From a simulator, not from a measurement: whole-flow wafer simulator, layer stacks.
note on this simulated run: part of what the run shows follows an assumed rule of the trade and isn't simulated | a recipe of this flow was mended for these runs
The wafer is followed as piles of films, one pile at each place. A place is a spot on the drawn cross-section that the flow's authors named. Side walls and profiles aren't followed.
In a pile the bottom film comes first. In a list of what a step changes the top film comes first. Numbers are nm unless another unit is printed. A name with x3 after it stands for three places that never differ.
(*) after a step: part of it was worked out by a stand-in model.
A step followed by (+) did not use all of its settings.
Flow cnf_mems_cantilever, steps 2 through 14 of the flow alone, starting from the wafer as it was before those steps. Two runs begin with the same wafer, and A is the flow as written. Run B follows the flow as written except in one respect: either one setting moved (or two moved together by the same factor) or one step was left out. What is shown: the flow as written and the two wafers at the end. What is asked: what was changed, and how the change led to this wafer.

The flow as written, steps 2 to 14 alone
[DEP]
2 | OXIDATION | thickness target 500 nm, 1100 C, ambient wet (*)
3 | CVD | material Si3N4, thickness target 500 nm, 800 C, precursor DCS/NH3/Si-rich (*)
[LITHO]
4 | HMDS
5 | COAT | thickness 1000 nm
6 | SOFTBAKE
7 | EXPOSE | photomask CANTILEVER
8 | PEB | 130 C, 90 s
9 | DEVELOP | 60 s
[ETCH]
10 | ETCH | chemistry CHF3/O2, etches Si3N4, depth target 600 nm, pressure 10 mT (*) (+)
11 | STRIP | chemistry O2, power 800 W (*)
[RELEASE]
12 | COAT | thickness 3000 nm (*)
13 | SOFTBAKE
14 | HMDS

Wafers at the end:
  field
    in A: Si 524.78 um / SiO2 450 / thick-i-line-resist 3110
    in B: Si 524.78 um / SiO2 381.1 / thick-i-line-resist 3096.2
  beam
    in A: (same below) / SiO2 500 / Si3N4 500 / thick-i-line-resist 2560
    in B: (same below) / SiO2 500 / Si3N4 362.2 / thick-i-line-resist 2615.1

What caused this: step 3, CVD: 777 C was run, whereas the flow has 800 C.

The path from the change to this, step by step:
  3 | CVD | material Si3N4, thickness target 500 nm, 800 C, precursor DCS/NH3/Si-rich (*)
      field, beam: A +500 Si3N4 (new film) | B +362.2 Si3N4 (new film)
  10 | ETCH | chemistry CHF3/O2, etches Si3N4, depth target 600 nm, pressure 10 mT (*) (+)
      field: A -500 Si3N4 (all of it), -50 SiO2 | B -362.2 Si3N4 (all of it), -118.9 SiO2
  13 | SOFTBAKE
      field: A +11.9 thick-i-line-resist | B +10.2 thick-i-line-resist
      beam: A -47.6 thick-i-line-resist | B -40.6 thick-i-line-resist
